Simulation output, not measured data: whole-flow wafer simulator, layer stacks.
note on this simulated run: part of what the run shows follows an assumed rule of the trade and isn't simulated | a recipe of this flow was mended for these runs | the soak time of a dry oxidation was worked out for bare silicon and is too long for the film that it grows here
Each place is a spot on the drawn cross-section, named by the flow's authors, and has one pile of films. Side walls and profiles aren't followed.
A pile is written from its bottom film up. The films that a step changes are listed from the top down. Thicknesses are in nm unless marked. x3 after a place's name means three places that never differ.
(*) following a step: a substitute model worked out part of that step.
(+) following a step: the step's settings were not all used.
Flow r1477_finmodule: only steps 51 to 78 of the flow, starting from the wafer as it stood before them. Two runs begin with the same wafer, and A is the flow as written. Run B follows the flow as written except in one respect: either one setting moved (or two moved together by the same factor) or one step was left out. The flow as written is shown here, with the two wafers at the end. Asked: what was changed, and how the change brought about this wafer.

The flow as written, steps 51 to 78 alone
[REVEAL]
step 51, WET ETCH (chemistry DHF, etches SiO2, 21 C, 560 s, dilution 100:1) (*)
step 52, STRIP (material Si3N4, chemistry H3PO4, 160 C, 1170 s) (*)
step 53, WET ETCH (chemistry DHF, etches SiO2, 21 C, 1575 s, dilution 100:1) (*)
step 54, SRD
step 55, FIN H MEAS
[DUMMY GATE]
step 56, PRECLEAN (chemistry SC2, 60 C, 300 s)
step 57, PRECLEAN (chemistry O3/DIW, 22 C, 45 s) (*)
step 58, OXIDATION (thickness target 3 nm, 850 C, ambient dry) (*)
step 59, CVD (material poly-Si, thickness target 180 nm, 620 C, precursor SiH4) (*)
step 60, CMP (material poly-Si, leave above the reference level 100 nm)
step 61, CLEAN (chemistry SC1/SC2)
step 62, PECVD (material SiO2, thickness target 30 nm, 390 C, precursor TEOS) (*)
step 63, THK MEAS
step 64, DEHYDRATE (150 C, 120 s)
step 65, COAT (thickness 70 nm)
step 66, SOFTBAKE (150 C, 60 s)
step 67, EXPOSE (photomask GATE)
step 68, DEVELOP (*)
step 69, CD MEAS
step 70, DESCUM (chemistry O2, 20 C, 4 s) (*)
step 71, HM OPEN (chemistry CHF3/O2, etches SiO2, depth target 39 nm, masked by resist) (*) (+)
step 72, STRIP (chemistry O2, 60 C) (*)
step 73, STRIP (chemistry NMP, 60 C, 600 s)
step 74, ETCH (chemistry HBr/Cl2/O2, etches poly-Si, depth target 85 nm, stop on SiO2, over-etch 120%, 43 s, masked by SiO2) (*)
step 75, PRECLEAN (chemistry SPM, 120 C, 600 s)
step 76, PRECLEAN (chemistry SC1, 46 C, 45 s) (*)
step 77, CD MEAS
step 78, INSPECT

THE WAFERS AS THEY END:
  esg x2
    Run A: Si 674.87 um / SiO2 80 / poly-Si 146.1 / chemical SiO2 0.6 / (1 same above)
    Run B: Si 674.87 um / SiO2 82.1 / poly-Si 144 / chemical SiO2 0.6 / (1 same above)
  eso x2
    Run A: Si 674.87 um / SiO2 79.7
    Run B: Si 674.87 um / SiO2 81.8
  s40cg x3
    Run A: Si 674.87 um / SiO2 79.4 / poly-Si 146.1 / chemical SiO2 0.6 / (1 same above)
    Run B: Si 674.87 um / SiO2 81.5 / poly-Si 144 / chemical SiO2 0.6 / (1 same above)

Cause: step 52, STRIP: 599.6 s was run, whereas the flow has 1170 s.

Step by step, how the change led to this:
  step 52, STRIP (material Si3N4, chemistry H3PO4, 160 C, 1170 s) (*)
      s40sg_line x3, s40so_line x3: A -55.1 Si3N4 (all of it), -1.49 SiO2 | B -52.6 Si3N4
      pad, padg, esg x2 and 18 more: A -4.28 SiO2 | B -2.19 SiO2
      (and at 8 other places as well)
  step 53, WET ETCH (chemistry DHF, etches SiO2, 21 C, 1575 s, dilution 100:1) (*)
      s40sg_line x3, s40so_line x3: A -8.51 SiO2 (all of it) | B -2.49 Si3N4 (all of it), -10 SiO2 (all of it)
      elg x4, elo x4: A -7.85 SiO2 (all of it) | B -9.42 SiO2 (all of it)
  step 60, CMP (material poly-Si, leave above the reference level 100 nm)
      pad, padg: A -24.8 poly-Si | B -26.8 poly-Si
